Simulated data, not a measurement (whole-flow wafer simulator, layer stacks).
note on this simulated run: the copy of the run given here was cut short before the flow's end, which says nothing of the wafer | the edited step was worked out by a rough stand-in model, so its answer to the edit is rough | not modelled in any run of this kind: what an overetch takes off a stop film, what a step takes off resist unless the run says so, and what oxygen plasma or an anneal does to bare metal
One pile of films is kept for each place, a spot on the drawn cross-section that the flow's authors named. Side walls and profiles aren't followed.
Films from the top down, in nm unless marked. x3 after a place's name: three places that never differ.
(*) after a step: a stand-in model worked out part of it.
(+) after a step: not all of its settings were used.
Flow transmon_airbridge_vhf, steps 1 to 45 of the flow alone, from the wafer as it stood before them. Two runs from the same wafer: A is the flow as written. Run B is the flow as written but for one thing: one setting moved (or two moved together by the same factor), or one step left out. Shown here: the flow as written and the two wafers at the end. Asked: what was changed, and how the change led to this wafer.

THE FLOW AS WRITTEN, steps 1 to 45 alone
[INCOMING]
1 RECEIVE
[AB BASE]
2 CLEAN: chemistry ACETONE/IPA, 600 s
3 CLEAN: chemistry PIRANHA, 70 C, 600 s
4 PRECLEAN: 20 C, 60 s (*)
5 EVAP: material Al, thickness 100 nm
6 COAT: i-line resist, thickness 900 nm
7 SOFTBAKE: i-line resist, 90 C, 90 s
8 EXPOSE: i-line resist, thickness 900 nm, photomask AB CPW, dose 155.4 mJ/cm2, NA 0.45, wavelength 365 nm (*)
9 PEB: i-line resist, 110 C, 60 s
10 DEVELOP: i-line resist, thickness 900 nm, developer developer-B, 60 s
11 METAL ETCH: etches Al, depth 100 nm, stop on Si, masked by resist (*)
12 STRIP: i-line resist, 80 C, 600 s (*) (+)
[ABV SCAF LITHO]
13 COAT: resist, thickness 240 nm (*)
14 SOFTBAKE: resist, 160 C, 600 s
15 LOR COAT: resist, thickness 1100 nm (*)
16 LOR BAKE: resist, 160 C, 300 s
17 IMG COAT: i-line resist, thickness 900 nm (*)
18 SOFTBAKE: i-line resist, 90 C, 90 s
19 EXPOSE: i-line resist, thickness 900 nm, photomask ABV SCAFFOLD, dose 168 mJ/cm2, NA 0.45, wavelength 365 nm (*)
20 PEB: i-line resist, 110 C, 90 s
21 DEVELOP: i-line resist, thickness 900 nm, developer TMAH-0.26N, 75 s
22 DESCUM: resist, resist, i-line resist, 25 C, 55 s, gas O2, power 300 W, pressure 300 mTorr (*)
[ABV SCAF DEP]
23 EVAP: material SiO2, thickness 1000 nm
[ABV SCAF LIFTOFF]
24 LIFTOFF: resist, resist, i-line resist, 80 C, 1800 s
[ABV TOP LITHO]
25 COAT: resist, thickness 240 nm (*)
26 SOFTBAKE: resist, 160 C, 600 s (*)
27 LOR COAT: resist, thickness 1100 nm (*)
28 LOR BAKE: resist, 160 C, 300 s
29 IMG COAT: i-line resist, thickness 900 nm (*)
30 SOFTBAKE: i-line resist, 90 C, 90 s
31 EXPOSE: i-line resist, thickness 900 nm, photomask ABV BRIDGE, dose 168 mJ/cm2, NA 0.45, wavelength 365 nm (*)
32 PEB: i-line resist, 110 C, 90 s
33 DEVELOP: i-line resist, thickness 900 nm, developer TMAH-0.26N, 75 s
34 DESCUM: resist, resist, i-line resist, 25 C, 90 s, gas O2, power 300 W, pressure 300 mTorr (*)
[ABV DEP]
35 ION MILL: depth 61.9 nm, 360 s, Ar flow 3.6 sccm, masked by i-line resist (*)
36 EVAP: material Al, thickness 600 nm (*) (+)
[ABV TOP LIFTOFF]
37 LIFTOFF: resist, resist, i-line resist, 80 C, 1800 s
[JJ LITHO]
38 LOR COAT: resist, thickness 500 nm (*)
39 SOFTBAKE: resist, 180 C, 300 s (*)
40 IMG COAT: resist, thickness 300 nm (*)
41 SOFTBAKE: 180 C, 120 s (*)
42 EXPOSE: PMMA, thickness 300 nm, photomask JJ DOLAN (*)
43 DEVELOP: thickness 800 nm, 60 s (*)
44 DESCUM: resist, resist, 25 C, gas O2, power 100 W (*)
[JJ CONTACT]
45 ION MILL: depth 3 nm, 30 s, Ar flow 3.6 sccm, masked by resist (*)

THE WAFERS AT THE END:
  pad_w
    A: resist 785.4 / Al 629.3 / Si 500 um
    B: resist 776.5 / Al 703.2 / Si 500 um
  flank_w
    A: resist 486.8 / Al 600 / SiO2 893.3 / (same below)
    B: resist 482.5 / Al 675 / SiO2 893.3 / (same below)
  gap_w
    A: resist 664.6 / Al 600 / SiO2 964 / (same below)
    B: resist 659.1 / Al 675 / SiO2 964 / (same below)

The cause: step 36, EVAP: thickness 675 nm was run, where the flow has thickness 600 nm.
It can be read off the wafer: flank_w has Al 675, and step 36 as written asks for 600 nm.

How the change led to this, step by step:
  36 EVAP: material Al, thickness 600 nm (*) (+)
      field x3, jj_line, ground_far and 10 more: A Al +600 (new film) | B Al +675 (new film)
      pad_w, pad_e: A Al +591.2 | B Al +665.1
  37 LIFTOFF: resist, resist, i-line resist, 80 C, 1800 s
      field x3, jj_line, trace_open_s x2: A Al -600 (all of it), i-line resist -600 (all of it), resist -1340 (all of it) | B Al -675 (all of it), i-line resist -600 (all of it), resist -1340 (all of it)
      margin_s, margin_n: A Al -600 (all of it), i-line resist -318.3 (all of it), resist -992 (all of it) | B Al -675 (all of it), i-line resist -318.3 (all of it), resist -992 (all of it)
      (and at 1 more place)
  38 LOR COAT: resist, thickness 500 nm (*)
      bridge_strip: A resist +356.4 (new film) | B resist +349.2 (new film)
  40 IMG COAT: resist, thickness 300 nm (*)
      bridge_strip: A resist +197.1 | B resist +192.6
